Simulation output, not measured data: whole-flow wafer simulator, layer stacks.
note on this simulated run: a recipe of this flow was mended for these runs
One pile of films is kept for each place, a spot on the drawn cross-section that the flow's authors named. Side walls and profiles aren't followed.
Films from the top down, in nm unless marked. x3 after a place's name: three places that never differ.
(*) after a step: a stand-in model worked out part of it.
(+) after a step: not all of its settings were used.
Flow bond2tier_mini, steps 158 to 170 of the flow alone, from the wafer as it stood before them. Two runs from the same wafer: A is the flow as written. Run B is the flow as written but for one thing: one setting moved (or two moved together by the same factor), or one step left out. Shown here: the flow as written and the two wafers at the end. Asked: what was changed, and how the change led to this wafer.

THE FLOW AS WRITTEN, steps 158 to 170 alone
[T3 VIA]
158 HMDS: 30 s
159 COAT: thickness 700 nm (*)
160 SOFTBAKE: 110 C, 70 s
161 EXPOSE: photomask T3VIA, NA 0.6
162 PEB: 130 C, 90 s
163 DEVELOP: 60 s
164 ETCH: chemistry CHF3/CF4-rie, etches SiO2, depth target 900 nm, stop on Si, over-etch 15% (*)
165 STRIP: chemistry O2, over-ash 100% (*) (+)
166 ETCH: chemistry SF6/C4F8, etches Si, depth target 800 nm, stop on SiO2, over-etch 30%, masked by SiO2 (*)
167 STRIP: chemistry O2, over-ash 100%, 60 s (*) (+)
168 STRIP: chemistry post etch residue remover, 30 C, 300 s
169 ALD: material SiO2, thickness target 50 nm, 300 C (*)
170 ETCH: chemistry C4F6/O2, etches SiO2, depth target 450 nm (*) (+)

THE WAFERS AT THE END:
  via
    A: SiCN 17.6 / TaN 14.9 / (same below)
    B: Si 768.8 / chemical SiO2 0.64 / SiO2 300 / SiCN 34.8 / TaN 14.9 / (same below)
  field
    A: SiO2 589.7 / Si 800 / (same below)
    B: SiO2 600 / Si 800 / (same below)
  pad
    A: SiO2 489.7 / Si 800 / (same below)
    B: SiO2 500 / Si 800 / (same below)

The cause: step 166, ETCH: chemistry SF6/C4F8, etches Si, depth target 800 nm, stop on SiO2, over-etch 30%, masked by SiO2 (*), was left out.

How the change led to this, step by step:
  169 ALD: material SiO2, thickness target 50 nm, 300 C (*)
      via: A SiO2 +50 | B SiO2 +50 (new film)
  170 ETCH: chemistry C4F6/O2, etches SiO2, depth target 450 nm (*) (+)
      via: A SiO2 -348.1 (all of it), SiCN -17.2 | B SiO2 -50 (all of it), Si -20
